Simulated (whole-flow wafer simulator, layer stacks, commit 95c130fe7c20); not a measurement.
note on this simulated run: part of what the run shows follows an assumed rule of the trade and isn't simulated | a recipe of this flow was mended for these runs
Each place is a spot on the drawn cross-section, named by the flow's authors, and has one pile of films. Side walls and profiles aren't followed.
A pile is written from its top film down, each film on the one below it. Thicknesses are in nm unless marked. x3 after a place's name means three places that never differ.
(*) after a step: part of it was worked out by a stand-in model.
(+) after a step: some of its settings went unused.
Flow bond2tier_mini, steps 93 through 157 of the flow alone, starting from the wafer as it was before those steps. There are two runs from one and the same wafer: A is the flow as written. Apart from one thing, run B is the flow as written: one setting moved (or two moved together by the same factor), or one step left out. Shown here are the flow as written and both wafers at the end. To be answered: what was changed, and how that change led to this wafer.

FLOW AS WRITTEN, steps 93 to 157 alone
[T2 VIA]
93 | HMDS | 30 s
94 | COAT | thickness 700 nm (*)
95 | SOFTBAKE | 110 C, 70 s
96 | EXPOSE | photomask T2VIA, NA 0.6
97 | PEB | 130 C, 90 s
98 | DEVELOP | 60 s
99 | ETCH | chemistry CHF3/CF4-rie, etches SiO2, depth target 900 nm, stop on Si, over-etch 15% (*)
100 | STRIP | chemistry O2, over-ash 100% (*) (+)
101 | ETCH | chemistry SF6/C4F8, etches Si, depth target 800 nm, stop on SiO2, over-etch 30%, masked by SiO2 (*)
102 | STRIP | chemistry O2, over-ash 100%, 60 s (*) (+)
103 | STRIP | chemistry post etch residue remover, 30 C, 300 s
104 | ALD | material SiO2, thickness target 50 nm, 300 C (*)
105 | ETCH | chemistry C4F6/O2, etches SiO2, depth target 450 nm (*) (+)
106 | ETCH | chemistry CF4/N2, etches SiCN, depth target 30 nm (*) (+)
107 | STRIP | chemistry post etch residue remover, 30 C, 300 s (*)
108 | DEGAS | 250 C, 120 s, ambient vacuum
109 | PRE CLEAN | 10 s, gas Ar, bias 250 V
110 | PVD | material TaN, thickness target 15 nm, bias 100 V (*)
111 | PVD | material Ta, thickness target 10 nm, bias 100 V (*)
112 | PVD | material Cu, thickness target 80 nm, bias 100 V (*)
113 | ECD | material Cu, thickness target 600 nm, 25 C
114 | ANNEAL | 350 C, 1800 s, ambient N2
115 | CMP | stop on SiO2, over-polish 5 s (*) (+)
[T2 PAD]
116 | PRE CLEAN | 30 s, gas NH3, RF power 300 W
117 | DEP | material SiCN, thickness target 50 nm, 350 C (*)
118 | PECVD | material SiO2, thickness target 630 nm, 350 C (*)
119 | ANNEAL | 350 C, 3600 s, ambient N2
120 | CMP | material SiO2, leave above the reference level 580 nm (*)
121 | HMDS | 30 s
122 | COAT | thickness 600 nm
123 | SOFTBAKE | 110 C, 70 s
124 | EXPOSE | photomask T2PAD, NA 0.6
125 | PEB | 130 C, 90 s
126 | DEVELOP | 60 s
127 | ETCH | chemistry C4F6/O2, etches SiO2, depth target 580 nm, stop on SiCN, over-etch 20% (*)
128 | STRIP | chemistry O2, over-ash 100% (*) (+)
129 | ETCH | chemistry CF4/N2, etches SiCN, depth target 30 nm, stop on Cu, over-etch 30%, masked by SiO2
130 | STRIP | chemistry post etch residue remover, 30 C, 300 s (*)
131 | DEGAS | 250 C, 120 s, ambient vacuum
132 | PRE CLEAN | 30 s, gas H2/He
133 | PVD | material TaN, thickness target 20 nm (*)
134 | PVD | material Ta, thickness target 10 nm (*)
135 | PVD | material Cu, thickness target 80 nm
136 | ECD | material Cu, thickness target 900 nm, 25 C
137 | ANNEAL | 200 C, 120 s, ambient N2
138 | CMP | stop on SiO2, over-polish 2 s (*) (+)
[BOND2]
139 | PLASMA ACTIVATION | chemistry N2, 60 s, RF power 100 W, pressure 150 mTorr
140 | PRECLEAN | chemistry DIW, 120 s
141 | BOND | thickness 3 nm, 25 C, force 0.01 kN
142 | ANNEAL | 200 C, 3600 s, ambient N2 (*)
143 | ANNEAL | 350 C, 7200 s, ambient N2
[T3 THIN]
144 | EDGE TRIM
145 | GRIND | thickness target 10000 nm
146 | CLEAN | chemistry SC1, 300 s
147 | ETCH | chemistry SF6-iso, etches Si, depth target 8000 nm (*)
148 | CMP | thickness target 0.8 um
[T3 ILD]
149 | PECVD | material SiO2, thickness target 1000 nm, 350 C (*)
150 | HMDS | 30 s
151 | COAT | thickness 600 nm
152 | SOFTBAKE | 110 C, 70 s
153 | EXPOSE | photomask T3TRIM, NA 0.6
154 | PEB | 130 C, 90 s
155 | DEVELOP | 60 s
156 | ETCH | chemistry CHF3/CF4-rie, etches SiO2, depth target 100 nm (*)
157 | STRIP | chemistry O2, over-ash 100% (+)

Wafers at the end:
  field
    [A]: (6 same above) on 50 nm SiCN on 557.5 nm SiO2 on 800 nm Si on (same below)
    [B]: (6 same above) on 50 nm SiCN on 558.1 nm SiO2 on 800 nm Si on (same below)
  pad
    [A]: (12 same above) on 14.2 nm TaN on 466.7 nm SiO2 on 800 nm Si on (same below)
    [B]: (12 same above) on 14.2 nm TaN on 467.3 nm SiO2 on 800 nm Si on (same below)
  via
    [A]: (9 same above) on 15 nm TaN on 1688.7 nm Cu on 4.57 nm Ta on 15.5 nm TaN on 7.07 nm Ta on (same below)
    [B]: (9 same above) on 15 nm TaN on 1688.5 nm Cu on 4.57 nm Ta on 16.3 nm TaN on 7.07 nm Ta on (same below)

Cause: step 109, PRE CLEAN: bias 192 V was run, while the flow as written has bias 250 V.

Step by step, how the change led to this:
  109 | PRE CLEAN | 10 s, gas Ar, bias 250 V
      field, pad: A -3 SiO2 | B -2.47 SiO2
      via: A -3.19 TaN | B -2.44 TaN
